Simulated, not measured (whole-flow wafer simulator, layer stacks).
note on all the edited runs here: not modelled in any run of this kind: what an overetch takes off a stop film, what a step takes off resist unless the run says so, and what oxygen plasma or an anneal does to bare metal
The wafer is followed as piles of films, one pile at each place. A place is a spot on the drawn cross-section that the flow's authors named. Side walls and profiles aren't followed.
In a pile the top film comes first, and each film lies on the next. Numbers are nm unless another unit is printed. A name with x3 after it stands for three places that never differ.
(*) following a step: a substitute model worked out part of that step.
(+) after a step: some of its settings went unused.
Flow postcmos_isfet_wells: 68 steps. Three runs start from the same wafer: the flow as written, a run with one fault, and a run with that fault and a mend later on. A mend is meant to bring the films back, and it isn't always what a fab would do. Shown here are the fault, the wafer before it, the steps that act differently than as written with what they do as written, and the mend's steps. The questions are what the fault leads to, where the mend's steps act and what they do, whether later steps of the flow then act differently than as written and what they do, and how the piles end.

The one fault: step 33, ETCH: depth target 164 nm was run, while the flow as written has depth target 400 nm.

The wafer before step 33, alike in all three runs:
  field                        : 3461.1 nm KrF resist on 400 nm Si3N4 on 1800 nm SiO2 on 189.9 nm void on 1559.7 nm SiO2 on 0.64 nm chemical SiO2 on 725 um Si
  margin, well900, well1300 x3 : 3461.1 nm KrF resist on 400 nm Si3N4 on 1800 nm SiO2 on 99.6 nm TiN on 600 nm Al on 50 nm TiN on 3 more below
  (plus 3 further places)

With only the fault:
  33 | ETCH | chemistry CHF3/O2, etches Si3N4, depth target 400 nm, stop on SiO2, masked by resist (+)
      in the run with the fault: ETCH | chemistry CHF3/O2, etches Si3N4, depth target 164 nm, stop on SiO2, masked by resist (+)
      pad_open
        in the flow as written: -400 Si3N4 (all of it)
        in the run with the fault: -164 Si3N4
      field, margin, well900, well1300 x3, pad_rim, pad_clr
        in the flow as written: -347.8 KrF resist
        in the run with the fault: -142.6 KrF resist
  Steps later in the flow that act otherwise than as written (2 more steps, not shown, differ only slightly: by at most 2% or 0.5 nm, whichever is larger):
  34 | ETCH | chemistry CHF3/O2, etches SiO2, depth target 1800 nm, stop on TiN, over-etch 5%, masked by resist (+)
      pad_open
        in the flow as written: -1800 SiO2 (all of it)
        in the run with the fault: -236 Si3N4 (all of it), -1552.2 SiO2
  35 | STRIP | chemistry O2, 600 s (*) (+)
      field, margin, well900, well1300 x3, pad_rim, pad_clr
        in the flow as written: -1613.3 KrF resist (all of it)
        in the run with the fault: -1818.5 KrF resist (all of it)
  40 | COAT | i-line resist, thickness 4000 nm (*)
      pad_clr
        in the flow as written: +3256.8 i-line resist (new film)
        in the run with the fault: +3334.4 i-line resist (new film)
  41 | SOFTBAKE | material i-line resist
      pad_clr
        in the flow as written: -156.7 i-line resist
        in the run with the fault: -132.2 i-line resist
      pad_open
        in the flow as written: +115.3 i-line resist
        in the run with the fault: +104.2 i-line resist
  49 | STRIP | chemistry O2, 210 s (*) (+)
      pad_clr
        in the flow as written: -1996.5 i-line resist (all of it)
        in the run with the fault: -2098.6 i-line resist (all of it)
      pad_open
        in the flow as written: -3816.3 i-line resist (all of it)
        in the run with the fault: -3716.3 i-line resist (all of it)
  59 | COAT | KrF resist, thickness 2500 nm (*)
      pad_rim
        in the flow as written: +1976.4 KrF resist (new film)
        in the run with the fault: +2032.8 KrF resist (new film)
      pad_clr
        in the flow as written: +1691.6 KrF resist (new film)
        in the run with the fault: +1775 KrF resist (new film)
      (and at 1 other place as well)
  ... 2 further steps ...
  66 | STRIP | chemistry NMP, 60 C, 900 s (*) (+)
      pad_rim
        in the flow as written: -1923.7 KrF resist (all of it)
        in the run with the fault: -1979.6 KrF resist (all of it)
  The piles end different from the flow's at pad_open by more than 2% or 0.5 nm, whichever is larger.
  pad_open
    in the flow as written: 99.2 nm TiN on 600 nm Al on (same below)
    in the run with the fault: 247.8 nm SiO2 on 99.6 nm TiN on 600 nm Al on (same below)

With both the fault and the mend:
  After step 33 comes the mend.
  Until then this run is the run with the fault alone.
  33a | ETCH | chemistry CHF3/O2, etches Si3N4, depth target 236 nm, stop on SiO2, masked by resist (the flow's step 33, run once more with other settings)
      field, margin, well900, well1300 x3, pad_rim, pad_clr
        -205.2 KrF resist
      pad_open
        -236 Si3N4 (all of it)
  Every later step of the flow that is run acts as written at every place that is followed.
  The piles end the same as the flow's at every place that both follow.
